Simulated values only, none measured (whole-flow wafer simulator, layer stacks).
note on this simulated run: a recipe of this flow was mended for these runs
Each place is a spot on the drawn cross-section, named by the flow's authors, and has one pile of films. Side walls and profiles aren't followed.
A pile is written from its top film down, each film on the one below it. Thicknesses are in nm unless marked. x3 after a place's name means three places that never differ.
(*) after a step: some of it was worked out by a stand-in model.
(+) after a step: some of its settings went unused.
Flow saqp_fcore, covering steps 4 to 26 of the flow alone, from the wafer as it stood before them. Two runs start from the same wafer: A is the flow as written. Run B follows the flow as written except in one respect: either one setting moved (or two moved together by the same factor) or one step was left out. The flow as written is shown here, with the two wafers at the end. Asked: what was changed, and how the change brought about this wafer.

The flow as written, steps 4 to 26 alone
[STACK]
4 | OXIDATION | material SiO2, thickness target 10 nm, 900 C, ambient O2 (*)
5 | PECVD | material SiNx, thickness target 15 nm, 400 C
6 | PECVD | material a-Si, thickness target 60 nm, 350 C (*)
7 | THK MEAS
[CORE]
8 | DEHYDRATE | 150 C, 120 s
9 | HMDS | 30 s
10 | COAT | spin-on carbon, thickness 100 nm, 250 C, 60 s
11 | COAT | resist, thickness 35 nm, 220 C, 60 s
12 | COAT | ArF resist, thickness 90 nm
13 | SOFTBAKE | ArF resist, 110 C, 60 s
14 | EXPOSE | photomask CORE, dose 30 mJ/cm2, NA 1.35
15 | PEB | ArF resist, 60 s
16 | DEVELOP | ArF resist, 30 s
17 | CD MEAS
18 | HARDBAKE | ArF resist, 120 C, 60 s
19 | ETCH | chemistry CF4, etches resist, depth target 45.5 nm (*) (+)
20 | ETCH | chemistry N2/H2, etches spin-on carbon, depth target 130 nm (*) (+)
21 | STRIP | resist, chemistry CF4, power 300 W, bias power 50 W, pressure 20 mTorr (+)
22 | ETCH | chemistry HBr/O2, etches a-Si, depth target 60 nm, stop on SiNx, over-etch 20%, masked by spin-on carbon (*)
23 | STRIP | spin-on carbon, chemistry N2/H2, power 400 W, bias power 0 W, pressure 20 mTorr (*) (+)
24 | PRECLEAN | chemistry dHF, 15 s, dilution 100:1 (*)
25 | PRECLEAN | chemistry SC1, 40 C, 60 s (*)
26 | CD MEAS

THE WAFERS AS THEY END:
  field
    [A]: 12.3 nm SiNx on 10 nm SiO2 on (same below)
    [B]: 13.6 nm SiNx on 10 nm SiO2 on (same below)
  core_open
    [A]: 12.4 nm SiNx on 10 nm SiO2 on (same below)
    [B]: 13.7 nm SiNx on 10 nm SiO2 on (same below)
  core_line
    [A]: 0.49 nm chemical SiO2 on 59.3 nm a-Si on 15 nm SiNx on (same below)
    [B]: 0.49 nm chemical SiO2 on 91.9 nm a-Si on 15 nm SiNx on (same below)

The reason: step 6, PECVD: thickness target 92.6 nm was run, whereas the flow has thickness target 60 nm.

The path from the change to this, step by step:
  6 | PECVD | material a-Si, thickness target 60 nm, 350 C (*)
      field, core_open, core_line: A +60 a-Si (new film) | B +92.6 a-Si (new film)
  22 | ETCH | chemistry HBr/O2, etches a-Si, depth target 60 nm, stop on SiNx, over-etch 20%, masked by spin-on carbon (*)
      core_open: A -39.4 a-Si (all of it), -1.3 SiNx | B -72 a-Si (all of it)
      field: A -36.8 a-Si (all of it), -1.41 SiNx | B -69.4 a-Si (all of it), -0.1 SiNx
      (also at 1 further place)
  23 | STRIP | spin-on carbon, chemistry N2/H2, power 400 W, bias power 0 W, pressure 20 mTorr (*) (+)
      core_line: A -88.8 spin-on carbon (all of it) | B -83.8 spin-on carbon (all of it)
